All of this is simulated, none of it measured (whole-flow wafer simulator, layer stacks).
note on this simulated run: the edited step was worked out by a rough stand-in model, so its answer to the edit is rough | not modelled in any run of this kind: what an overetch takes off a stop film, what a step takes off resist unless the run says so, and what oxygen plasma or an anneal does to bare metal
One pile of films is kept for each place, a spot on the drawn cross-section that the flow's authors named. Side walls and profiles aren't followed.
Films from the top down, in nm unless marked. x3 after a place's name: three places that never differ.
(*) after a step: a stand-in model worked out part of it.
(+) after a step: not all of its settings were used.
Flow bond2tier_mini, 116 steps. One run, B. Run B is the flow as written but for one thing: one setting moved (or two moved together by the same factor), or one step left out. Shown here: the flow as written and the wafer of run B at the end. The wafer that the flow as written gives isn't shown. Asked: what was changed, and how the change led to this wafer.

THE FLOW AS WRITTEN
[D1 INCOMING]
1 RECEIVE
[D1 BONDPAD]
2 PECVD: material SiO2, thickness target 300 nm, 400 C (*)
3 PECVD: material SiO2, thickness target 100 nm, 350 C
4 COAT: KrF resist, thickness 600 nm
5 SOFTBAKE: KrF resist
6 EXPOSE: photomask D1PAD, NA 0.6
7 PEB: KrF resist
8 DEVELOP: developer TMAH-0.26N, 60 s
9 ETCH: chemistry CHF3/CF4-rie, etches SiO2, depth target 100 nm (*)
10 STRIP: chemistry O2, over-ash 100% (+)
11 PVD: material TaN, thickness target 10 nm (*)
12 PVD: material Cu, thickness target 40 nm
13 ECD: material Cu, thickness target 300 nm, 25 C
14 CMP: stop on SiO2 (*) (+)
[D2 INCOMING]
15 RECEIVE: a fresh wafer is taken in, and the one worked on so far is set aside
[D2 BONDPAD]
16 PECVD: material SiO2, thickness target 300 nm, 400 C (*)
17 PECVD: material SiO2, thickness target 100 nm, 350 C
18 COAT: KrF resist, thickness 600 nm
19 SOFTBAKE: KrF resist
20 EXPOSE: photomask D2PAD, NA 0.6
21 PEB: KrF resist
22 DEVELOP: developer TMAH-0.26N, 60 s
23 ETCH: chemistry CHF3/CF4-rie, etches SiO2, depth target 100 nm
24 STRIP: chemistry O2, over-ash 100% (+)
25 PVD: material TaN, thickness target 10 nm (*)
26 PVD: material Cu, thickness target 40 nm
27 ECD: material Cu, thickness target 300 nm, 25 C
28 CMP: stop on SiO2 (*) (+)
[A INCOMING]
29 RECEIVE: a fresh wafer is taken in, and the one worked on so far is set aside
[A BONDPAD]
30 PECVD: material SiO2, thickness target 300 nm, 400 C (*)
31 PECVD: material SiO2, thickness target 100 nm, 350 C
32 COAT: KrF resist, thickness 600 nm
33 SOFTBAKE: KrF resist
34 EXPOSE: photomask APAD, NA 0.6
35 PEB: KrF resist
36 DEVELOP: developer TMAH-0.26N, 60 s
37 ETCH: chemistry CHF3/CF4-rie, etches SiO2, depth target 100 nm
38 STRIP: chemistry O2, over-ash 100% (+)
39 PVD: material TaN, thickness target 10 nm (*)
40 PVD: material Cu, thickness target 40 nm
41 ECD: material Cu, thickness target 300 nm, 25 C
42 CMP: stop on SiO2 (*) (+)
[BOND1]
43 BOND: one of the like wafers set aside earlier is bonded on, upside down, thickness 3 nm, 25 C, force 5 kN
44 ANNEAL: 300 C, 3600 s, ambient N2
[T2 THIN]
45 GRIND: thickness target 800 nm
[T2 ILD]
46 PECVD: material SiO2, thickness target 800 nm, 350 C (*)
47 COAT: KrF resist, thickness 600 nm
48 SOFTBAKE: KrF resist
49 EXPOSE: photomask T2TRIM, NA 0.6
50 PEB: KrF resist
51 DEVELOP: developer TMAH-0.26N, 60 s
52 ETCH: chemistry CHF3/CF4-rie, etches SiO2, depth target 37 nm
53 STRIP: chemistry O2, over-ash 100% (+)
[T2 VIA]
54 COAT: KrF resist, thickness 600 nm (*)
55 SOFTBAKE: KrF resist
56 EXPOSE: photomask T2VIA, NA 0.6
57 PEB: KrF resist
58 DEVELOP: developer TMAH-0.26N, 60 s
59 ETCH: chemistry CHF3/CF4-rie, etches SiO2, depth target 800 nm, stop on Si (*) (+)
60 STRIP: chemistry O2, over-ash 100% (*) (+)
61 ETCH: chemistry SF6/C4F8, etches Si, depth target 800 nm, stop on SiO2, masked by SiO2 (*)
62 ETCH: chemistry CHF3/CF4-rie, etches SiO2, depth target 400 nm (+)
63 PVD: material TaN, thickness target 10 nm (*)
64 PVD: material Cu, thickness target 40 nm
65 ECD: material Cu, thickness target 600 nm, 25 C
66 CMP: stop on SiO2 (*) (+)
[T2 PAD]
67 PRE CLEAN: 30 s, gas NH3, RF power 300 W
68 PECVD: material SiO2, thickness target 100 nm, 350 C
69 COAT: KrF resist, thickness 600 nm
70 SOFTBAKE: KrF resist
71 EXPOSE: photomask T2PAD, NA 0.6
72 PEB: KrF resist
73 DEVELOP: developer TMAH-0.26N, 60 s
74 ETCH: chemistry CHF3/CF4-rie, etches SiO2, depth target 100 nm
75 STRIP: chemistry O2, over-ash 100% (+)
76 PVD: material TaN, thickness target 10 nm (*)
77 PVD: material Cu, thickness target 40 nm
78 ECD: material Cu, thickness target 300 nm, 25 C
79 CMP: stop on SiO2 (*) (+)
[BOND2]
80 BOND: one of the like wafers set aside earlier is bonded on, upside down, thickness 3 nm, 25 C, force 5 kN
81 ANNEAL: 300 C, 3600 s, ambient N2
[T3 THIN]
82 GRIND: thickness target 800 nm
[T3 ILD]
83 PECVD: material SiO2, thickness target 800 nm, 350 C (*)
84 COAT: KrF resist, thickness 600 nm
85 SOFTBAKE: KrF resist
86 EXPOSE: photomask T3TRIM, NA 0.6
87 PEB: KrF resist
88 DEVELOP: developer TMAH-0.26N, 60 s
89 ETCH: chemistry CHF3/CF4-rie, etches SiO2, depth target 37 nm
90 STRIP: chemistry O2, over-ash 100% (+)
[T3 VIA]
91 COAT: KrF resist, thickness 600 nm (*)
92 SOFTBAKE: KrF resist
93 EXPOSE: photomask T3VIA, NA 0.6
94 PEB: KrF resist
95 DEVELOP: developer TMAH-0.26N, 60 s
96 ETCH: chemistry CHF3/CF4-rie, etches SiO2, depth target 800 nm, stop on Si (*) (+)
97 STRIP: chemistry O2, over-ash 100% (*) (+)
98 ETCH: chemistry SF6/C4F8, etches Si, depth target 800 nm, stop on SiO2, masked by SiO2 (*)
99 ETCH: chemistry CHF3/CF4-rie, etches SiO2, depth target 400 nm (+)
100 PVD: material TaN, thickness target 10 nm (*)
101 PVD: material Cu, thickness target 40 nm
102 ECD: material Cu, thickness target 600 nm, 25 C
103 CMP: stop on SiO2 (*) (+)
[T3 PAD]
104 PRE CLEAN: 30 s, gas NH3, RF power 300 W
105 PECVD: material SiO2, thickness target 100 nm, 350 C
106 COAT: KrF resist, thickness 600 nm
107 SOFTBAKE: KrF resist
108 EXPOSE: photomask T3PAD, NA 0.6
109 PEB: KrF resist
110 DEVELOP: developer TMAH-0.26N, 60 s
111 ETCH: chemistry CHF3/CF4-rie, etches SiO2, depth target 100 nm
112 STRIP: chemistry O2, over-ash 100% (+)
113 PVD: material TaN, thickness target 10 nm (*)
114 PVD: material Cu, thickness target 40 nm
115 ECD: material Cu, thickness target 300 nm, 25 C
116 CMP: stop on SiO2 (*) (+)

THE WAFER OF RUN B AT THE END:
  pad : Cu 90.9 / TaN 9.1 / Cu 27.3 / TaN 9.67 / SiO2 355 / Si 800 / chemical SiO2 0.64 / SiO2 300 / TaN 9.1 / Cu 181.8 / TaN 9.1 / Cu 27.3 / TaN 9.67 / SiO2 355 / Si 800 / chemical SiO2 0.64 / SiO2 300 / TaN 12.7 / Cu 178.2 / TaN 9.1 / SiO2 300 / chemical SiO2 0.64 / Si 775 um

The cause: step 11, PVD: thickness target 14 nm was run, where the flow has thickness target 10 nm.

How the change led to this, step by step:
  11 PVD: material TaN, thickness target 10 nm (*)
      field: TaN +14 (new film) (as written it would be: TaN +10 (new film))
      pad: TaN +12.7 (new film) (as written it would be: TaN +9.1 (new film))
      (and at 1 more place)
  14 CMP: stop on SiO2 (*) (+)
      field: Cu -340 (all of it), TaN -14 (all of it) (as written it would be: Cu -340 (all of it), TaN -10 (all of it))
  43 BOND: one of the like wafers set aside earlier is bonded on, upside down, thickness 3 nm, 25 C, force 5 kN
      pad: Si +775 um (new film), chemical SiO2 +0.64 (new film), SiO2 +300 (new film), TaN +12.7 (new film), Cu +87.3 (as written it would be: Si +775 um (new film), chemical SiO2 +0.64 (new film), SiO2 +300 (new film), TaN +9.1 (new film), Cu +90.9)
      via: Si +775 um (new film), chemical SiO2 +0.64 (new film), SiO2 +300 (new film), TaN +14 (new film), Cu +86 (as written it would be: Si +775 um (new film), chemical SiO2 +0.64 (new film), SiO2 +300 (new film), TaN +9.97 (new film), Cu +90)
